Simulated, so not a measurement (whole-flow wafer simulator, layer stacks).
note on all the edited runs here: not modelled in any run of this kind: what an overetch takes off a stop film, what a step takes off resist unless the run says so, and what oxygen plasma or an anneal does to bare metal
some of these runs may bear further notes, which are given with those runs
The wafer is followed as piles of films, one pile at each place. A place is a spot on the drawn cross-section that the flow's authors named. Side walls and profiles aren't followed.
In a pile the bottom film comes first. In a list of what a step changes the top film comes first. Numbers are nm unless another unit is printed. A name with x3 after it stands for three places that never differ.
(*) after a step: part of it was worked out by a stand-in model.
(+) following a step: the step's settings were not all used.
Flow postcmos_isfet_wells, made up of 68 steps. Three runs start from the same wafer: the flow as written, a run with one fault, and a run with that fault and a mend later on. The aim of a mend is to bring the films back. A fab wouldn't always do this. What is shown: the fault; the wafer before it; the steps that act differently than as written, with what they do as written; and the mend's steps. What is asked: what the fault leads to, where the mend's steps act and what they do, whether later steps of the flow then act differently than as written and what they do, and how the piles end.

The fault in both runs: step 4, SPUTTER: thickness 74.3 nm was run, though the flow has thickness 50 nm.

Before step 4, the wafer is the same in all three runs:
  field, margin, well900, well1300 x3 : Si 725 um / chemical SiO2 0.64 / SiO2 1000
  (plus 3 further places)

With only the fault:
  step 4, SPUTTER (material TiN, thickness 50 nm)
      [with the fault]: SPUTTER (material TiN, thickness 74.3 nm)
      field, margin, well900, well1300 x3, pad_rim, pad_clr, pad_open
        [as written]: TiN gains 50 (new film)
        [with the fault]: TiN gains 74.3 (new film)
  Later steps of the flow acting differently than as written (1 other step is not shown; it differs only slightly, by no more than 2% or 0.5 nm, whichever is larger):
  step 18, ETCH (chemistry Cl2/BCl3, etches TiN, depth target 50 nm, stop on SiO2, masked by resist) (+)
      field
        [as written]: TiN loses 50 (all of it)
        [with the fault]: TiN loses 50
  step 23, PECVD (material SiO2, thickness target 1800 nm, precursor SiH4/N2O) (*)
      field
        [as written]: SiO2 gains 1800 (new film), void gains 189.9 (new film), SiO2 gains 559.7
        [with the fault]: SiO2 gains 1800 (new film), void gains 190.2 (new film), SiO2 gains 559.8 (new film)
  By the end, the piles at field, margin, well900, well1300 x3, pad_rim, pad_clr, pad_open depart from the flow's by more than 2% or 0.5 nm, whichever is larger.
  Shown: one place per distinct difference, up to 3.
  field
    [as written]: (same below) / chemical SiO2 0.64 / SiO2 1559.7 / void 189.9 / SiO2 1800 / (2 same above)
    [with the fault]: (same below) / chemical SiO2 0.64 / SiO2 1000 / TiN 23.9 / SiO2 559.8 / void 190.2 / SiO2 1800 / (2 same above)
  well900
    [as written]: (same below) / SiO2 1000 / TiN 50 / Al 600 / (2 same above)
    [with the fault]: (same below) / SiO2 1000 / TiN 74.3 / Al 600 / (2 same above)
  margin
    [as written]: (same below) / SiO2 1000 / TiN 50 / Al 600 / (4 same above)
    [with the fault]: (same below) / SiO2 1000 / TiN 74.3 / Al 600 / (4 same above)

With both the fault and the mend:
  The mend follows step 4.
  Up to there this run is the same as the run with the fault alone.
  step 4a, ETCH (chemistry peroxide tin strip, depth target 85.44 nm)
      field, margin, well900, well1300 x3, pad_rim, pad_clr, pad_open
        TiN loses 74.3 (all of it)
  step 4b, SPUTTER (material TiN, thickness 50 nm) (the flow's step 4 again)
      field, margin, well900, well1300 x3, pad_rim, pad_clr, pad_open
        TiN gains 50 (new film)
  None of the later steps of the flow acts differently than as written at any place that is followed.
  At every place that both follow, the piles at the end match the flow's.
